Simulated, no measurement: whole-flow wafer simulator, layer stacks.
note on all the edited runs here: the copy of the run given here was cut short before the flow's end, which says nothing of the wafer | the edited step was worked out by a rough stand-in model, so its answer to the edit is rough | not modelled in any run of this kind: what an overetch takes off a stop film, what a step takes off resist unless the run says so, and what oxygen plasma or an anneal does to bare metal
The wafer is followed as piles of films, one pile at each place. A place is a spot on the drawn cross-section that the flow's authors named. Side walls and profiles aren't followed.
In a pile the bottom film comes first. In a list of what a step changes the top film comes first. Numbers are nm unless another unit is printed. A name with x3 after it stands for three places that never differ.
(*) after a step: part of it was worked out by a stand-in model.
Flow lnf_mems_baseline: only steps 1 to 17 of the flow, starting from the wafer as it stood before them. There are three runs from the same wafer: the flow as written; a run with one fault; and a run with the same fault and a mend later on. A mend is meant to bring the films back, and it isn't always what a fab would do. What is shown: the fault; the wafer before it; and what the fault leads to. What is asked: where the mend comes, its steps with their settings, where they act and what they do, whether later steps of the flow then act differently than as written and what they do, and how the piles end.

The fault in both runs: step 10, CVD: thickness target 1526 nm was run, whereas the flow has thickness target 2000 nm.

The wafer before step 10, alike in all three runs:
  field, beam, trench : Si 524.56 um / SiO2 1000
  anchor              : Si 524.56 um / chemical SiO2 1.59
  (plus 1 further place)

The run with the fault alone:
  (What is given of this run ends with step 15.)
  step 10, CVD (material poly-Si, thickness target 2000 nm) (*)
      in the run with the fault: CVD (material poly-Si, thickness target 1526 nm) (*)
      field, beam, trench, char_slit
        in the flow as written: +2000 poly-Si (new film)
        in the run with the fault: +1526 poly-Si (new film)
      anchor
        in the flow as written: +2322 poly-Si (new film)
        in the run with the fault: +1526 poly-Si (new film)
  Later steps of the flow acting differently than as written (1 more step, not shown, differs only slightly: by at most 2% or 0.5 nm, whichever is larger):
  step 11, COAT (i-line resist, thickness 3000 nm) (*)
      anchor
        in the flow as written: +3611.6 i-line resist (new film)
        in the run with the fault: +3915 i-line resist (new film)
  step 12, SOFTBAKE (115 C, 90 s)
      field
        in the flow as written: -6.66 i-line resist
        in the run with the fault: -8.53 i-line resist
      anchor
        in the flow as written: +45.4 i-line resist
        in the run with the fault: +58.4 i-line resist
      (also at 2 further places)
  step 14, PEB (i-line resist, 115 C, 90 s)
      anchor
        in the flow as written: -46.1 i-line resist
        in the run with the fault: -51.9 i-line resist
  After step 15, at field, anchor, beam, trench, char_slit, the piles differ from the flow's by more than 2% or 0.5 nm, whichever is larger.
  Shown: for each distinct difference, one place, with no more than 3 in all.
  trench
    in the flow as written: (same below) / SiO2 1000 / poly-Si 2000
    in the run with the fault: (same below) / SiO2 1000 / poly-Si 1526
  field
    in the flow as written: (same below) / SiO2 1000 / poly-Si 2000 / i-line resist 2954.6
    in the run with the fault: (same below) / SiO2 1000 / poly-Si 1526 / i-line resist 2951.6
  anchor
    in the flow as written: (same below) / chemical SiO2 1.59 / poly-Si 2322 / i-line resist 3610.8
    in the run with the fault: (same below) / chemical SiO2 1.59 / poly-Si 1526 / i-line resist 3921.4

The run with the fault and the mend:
  The mend stands after step 10.
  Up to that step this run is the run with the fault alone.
  step 10a, ETCH (chemistry tmah, depth target 1966 nm)
      field, anchor, beam, trench, char_slit
        -1526 poly-Si (all of it)
  step 10b, CLEAN (chemistry SC1/SC2) (the flow's step 1, run once more)
      leaves every film unchanged at each place that is followed
  step 10c, CVD (material poly-Si, thickness target 2000 nm) (*) (the flow's step 10, run once more)
      field, beam, trench, char_slit
        +2000 poly-Si (new film)
      anchor
        +2322 poly-Si (new film)
  Later steps of the flow that are run all act as written at every place that is followed.
  The piles end the same as the flow's at every place that both follow.
